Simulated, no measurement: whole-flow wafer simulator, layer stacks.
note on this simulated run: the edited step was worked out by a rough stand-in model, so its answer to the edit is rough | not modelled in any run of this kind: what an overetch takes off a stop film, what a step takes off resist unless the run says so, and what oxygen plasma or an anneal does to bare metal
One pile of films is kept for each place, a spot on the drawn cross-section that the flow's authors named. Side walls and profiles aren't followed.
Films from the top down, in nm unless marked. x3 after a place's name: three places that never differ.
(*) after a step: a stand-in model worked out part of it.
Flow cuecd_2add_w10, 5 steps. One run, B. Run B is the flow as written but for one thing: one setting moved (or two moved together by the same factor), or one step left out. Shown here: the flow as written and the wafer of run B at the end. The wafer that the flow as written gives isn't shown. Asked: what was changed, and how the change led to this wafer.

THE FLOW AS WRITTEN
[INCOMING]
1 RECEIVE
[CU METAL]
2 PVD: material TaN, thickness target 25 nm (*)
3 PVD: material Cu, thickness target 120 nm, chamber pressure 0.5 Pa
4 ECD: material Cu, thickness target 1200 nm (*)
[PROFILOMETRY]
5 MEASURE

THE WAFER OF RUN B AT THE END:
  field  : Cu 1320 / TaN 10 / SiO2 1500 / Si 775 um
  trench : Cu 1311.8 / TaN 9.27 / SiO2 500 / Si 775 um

The cause: step 2, PVD: thickness target 10 nm was run, where the flow has thickness target 25 nm.
It can be read off the wafer: field has TaN 10, and step 2 as written asks for 25 nm.

How the change led to this, step by step:
  2 PVD: material TaN, thickness target 25 nm (*)
      field: TaN +10 (new film) (as written it would be: TaN +25 (new film))
      trench: TaN +9.27 (new film) (as written it would be: TaN +23.2 (new film))
